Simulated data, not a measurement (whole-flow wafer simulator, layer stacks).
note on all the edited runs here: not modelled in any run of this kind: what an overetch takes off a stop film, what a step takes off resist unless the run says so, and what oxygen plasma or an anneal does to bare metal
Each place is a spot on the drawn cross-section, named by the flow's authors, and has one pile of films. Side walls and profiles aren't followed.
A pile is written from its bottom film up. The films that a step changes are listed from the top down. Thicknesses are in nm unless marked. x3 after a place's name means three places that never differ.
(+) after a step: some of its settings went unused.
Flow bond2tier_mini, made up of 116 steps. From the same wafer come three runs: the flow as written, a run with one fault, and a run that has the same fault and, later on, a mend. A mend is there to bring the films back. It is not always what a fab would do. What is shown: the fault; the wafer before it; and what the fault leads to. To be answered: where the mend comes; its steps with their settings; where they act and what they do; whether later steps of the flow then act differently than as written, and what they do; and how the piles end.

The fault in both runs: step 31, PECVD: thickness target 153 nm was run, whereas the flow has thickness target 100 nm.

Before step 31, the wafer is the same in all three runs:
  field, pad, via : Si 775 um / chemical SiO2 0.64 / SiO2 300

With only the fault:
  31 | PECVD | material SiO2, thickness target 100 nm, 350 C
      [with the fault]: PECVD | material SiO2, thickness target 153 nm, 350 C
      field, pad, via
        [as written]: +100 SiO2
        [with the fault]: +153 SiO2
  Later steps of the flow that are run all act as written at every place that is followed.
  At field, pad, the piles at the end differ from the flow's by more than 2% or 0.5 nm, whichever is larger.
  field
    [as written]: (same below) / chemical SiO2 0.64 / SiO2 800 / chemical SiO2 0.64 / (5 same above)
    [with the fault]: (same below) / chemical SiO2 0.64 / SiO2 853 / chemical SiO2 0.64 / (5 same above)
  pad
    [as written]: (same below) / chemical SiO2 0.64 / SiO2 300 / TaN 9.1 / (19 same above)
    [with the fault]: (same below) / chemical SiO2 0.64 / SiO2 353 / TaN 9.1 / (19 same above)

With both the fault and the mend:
  The mend follows step 36.
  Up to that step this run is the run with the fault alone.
  36a | STRIP | chemistry O2, over-ash 100% (+)
      field
        -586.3 KrF resist (all of it)
  36b | ETCH | chemistry CHF3/CF4-rie, etches SiO2, depth target 53 nm
      field, pad, via
        -53 SiO2
  36c | COAT | KrF resist, thickness 600 nm (the flow's step 32, run once more)
      field, pad, via
        +600 KrF resist (new film)
  36d | SOFTBAKE | KrF resist (the flow's step 33, run once more)
      does not change any film at any place that is followed
  36e | EXPOSE | photomask APAD, NA 0.6 (the flow's step 34, run once more)
      does not change any film at any place that is followed
  36f | PEB | KrF resist (the flow's step 35, run once more)
      does not change any film at any place that is followed
  36g | DEVELOP | developer TMAH-0.26N, 60 s (the flow's step 36, run once more)
      pad, via
        -600 KrF resist (all of it)
      field
        -13.7 KrF resist
  Later steps of the flow that are run all act as written at every place that is followed.
  By the end, the piles equal the flow's at every place that both follow.
